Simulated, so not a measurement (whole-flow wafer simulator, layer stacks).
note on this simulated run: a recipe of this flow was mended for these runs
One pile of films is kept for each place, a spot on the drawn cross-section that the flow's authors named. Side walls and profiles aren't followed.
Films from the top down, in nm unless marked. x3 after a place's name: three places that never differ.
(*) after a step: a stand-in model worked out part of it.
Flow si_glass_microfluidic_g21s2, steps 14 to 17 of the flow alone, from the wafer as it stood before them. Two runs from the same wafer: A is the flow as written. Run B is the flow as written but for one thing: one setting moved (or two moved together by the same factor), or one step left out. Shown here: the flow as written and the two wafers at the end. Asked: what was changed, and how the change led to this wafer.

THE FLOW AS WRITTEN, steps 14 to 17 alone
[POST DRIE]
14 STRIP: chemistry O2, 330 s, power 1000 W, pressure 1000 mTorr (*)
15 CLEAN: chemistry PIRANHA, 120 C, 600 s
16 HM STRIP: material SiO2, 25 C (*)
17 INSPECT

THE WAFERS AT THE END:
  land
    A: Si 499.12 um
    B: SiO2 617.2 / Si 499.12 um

The cause: step 16, HM STRIP: 10 C was run, where the flow has 25 C.

How the change led to this, step by step:
  16 HM STRIP: material SiO2, 25 C (*)
      land: A SiO2 -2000 (all of it) | B SiO2 -1382.8
